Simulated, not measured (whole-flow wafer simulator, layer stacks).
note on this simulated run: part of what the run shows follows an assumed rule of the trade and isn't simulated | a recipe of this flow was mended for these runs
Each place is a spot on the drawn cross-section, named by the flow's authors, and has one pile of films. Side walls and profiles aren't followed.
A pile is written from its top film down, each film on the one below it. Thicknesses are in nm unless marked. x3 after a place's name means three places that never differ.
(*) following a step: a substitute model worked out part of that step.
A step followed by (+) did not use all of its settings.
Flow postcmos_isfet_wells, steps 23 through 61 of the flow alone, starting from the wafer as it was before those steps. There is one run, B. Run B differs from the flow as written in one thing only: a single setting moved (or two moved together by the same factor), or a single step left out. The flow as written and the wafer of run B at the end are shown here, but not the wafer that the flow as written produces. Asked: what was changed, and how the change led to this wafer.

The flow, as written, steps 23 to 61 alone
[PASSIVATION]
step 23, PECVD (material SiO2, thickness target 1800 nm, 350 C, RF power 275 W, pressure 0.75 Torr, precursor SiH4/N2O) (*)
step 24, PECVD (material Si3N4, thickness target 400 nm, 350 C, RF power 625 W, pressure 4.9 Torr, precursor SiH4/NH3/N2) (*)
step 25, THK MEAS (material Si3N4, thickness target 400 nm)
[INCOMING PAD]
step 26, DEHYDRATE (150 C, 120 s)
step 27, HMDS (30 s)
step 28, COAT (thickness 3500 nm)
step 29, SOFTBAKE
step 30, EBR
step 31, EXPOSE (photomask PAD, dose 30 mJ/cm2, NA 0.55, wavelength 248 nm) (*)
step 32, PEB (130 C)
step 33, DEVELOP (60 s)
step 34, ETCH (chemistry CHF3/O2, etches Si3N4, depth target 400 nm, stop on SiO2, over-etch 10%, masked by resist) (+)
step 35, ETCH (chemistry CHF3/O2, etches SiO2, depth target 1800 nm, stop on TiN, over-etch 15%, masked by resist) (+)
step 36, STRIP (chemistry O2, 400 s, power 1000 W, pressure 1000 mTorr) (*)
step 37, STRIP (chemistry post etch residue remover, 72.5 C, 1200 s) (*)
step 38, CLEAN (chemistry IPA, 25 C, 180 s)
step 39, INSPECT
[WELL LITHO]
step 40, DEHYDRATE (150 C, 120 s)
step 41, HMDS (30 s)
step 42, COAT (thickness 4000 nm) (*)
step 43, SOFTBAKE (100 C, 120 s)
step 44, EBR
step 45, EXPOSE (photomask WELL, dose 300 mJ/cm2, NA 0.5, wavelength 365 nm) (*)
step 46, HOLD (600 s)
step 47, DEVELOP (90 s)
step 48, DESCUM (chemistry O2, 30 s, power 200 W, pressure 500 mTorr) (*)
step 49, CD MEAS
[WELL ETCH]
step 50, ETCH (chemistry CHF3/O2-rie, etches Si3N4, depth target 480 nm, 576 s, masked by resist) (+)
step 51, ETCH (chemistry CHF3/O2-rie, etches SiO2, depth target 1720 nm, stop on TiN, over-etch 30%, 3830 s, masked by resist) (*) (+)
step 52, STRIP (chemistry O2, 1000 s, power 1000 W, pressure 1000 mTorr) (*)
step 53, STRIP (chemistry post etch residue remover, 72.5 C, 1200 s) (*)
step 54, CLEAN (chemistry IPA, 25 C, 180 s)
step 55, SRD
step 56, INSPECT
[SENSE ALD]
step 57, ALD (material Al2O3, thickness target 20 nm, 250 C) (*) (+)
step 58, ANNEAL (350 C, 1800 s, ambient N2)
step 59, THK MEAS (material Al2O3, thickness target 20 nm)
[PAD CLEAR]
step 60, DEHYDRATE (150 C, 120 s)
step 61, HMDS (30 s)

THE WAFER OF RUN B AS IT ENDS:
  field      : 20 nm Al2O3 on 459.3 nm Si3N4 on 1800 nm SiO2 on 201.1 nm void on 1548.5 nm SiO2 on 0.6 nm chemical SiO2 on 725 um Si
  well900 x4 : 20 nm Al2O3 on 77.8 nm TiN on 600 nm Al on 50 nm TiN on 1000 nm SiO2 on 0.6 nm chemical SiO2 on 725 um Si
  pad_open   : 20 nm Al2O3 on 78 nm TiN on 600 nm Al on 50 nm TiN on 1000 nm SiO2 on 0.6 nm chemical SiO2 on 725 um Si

What caused this: step 24, PECVD: thickness target 460 nm was run, though the flow has thickness target 400 nm.

Step by step, how the change led to this:
  step 24, PECVD (material Si3N4, thickness target 400 nm, 350 C, RF power 625 W, pressure 4.9 Torr, precursor SiH4/NH3/N2) (*)
      field, margin x2, well900 x4, pad_clr, pad_open: Si3N4 gains 460 (new film) (as written it would have been: Si3N4 gains 400 (new film))
  step 34, ETCH (chemistry CHF3/O2, etches Si3N4, depth target 400 nm, stop on SiO2, over-etch 10%, masked by resist) (+)
      pad_open: Si3N4 loses 440 (as written it would have been: Si3N4 loses 400 (all of it), SiO2 loses 20)
  step 35, ETCH (chemistry CHF3/O2, etches SiO2, depth target 1800 nm, stop on TiN, over-etch 15%, masked by resist) (+)
      pad_open: Si3N4 loses 20 (all of it), SiO2 loses 1800 (all of it), TiN loses 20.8 (as written it would have been: SiO2 loses 1780 (all of it), TiN loses 24.2)
  step 43, SOFTBAKE (100 C, 120 s)
      pad_clr: thick-g/i-line-resist loses 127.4 (as written it would have been: thick-g/i-line-resist loses 123)
  step 50, ETCH (chemistry CHF3/O2-rie, etches Si3N4, depth target 480 nm, 576 s, masked by resist) (+)
      well900 x4: Si3N4 loses 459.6 (all of it), SiO2 loses 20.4 (as written it would have been: Si3N4 loses 399.6 (all of it), SiO2 loses 80.4)
  step 51, ETCH (chemistry CHF3/O2-rie, etches SiO2, depth target 1720 nm, stop on TiN, over-etch 30%, 3830 s, masked by resist) (*) (+)
      well900 x4: SiO2 loses 1779.6 (all of it), TiN loses 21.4 (as written it would have been: SiO2 loses 1719.6 (all of it), TiN loses 20.6)
